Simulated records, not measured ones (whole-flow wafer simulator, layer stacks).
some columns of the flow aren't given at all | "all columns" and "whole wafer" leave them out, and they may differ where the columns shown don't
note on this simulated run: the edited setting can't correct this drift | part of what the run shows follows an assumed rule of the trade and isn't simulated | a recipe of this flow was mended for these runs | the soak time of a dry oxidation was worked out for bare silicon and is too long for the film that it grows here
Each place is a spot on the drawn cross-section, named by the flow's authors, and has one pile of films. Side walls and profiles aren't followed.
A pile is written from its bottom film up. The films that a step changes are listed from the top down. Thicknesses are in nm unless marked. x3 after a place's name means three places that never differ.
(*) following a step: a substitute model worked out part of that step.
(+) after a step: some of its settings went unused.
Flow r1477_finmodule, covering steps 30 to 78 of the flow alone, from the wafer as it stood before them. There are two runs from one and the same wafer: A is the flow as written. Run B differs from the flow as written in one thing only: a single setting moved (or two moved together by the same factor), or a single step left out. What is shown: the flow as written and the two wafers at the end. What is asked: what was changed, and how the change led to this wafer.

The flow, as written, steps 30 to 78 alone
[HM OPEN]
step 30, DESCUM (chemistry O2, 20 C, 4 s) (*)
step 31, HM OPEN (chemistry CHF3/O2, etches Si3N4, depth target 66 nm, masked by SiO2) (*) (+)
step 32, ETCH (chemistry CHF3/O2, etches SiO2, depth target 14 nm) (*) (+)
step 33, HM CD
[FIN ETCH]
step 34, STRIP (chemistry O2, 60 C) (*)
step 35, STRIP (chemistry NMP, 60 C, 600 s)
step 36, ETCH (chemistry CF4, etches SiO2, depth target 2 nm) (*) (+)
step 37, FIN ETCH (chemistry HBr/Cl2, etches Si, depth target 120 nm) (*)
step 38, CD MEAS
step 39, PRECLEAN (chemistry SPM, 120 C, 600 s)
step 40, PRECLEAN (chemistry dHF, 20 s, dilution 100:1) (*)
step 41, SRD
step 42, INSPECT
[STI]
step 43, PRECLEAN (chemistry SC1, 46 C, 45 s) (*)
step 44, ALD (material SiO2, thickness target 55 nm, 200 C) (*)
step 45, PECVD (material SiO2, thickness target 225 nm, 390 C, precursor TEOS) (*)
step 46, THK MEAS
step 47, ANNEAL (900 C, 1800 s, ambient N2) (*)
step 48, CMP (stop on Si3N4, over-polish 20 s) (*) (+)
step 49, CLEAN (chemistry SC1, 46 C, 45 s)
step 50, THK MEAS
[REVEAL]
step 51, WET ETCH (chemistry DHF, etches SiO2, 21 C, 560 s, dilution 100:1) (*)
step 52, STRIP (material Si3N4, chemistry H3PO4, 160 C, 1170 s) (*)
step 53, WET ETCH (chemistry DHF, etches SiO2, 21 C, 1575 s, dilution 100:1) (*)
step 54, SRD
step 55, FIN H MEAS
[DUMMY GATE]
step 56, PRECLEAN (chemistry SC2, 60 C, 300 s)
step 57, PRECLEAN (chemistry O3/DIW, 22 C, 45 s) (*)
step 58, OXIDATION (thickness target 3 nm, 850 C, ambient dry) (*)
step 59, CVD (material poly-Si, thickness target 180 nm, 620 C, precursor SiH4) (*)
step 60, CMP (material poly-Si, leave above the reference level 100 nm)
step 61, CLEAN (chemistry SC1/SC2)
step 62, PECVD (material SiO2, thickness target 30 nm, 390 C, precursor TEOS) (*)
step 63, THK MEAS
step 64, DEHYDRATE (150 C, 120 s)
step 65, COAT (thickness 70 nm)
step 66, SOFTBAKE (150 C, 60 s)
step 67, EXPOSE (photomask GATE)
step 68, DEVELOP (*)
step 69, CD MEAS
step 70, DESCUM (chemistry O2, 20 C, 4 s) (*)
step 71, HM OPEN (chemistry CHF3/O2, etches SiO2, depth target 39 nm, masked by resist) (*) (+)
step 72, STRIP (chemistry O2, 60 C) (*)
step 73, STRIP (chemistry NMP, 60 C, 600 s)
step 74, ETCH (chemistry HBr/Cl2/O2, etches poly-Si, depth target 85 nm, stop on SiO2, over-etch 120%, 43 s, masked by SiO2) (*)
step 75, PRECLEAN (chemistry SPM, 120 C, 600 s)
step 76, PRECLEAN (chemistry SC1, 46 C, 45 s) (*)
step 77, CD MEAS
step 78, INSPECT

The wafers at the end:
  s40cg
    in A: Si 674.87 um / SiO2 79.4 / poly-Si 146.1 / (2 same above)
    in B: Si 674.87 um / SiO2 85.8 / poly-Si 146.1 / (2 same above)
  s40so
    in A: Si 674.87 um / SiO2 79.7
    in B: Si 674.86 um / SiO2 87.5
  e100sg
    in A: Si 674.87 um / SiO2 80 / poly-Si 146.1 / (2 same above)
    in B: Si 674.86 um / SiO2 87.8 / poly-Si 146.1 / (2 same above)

What caused this: step 31, HM OPEN: depth target 85.8 nm was run, whereas the flow has depth target 66 nm.

Step by step, how the change led to this:
  step 31, HM OPEN (chemistry CHF3/O2, etches Si3N4, depth target 66 nm, masked by SiO2) (*) (+)
      pad, padg, esg and 13 more: A Si3N4 loses 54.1 (all of it), SiO2 loses 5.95 | B Si3N4 loses 54.1 (all of it), SiO2 loses 10 (all of it), Si loses 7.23
      s40cg, s45cg, s50cg, s40co, s45co, s50co: A Si3N4 loses 60 (all of it), SiO2 loses 3 | B Si3N4 loses 60 (all of it), SiO2 loses 10 (all of it), Si loses 5.27
      (and at 14 other places as well)
  step 32, ETCH (chemistry CHF3/O2, etches SiO2, depth target 14 nm) (*) (+)
      pad, padg: A SiO2 loses 4.05 (all of it), Si loses 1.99 | B Si loses 2.8
      esg, eso: A SiO2 loses 4.05 (all of it), Si loses 1.99 | B Si loses 2.35
      (and at 18 other places as well)
  step 34, STRIP (chemistry O2, 60 C) (*)
      elg, e40lg, e100lg, e200lg, elo, e40lo, e100lo, e200lo: A e-beam-resist loses 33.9 (all of it) | B e-beam-resist loses 14.1 (all of it)
  step 44, ALD (material SiO2, thickness target 55 nm, 200 C) (*)
      esg, eso: A SiO2 gains 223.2 (new film) | B SiO2 gains 230.9 (new film)
      e40sg, e40so: A SiO2 gains 223.2 (new film) | B SiO2 gains 230.7 (new film)
      (and at 4 other places as well)
  step 48, CMP (stop on Si3N4, over-polish 20 s) (*) (+)
      s40cg, s40sg, s45cg and 9 more: A SiO2 loses 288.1 | B SiO2 loses 278.2
      s40sg_line, s45sg_line, s50sg_line, s40so_line, s45so_line, s50so_line: A SiO2 loses 287 (all of it), Si3N4 loses 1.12 | B SiO2 loses 277.1 (all of it), Si3N4 loses 1.12
      (and at 2 other places as well)
